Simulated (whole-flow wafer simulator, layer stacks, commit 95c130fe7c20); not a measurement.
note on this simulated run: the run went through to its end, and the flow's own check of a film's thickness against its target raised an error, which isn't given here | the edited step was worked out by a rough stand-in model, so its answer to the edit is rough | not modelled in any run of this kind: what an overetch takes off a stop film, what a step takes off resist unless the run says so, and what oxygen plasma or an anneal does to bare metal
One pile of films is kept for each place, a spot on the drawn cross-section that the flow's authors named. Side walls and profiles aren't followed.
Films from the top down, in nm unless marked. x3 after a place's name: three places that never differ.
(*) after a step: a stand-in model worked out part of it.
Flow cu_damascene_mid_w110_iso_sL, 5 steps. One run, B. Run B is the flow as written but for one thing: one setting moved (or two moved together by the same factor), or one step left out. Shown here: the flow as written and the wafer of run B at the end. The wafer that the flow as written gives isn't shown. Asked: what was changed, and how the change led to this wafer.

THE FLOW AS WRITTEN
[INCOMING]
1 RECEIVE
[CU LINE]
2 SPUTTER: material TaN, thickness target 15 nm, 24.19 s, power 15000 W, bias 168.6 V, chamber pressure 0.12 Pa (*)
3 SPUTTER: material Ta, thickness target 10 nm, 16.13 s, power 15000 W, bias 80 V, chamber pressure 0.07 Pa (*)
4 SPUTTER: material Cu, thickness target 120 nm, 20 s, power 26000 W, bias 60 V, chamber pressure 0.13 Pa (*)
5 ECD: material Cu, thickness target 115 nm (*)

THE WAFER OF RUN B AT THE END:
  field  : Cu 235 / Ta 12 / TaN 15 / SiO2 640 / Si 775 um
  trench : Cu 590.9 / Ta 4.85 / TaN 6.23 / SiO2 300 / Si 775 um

The cause: step 3, SPUTTER: thickness target 12 nm was run, where the flow has thickness target 10 nm.
It can be read off the wafer: field has Ta 12, and step 3 as written asks for 10 nm.

How the change led to this, step by step:
  3 SPUTTER: material Ta, thickness target 10 nm, 16.13 s, power 15000 W, bias 80 V, chamber pressure 0.07 Pa (*)
      field: Ta +12 (new film) (as written it would be: Ta +10 (new film))
      trench: Ta +4.85 (new film) (as written it would be: Ta +4.05 (new film))
